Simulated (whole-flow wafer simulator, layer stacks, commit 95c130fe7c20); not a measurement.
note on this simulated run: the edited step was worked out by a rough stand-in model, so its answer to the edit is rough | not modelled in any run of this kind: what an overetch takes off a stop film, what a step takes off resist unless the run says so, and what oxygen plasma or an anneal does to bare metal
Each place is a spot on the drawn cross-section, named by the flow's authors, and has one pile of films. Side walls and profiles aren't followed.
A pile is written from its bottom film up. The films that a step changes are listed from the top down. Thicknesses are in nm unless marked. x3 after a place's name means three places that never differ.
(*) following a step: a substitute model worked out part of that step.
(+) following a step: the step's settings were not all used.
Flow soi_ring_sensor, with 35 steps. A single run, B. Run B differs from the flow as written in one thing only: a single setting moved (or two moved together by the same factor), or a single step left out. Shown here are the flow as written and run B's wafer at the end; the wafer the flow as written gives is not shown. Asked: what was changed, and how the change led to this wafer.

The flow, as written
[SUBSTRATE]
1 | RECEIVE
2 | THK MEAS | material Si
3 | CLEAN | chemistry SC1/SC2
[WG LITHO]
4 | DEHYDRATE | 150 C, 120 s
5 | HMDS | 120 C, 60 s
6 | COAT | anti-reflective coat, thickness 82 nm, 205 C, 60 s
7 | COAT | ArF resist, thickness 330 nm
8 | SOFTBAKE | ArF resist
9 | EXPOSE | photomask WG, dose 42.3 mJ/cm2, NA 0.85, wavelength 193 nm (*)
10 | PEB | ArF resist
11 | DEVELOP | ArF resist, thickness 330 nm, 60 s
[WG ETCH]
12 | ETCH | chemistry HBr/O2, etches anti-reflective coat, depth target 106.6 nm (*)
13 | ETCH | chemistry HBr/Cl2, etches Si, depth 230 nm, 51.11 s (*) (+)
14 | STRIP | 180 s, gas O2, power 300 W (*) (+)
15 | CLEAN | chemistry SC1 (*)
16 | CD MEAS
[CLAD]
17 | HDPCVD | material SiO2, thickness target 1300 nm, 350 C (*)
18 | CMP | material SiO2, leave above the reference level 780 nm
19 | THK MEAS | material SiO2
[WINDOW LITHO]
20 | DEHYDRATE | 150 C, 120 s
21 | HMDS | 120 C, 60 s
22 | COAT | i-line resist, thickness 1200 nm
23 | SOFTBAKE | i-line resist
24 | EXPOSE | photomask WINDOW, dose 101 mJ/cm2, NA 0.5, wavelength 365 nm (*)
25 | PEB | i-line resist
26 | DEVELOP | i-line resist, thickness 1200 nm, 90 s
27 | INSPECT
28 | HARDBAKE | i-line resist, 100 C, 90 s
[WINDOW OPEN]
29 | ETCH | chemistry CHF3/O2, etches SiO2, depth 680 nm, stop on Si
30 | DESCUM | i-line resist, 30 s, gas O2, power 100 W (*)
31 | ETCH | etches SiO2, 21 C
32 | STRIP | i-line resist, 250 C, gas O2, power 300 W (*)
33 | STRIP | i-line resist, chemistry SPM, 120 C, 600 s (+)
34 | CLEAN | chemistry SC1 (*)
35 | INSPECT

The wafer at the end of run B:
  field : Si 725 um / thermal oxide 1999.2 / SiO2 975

The reason: step 17, HDPCVD: thickness target 975 nm was run, though the flow has thickness target 1300 nm.

The path from the change to this, step by step:
  17 | HDPCVD | material SiO2, thickness target 1300 nm, 350 C (*)
      core, gap, window, field, core_clad, gap_clad: +975 SiO2 (new film) (in the flow as written it would be: +1300 SiO2 (new film))
  18 | CMP | material SiO2, leave above the reference level 780 nm
      gap, window, field, gap_clad: nothing (in the flow as written it would be: -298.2 SiO2)
      core, core_clad: -195 SiO2 (in the flow as written it would be: -520 SiO2)
  32 | STRIP | i-line resist, 250 C, gas O2, power 300 W (*)
      core_clad: -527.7 i-line resist (all of it) (in the flow as written it would be: -550.1 i-line resist (all of it))
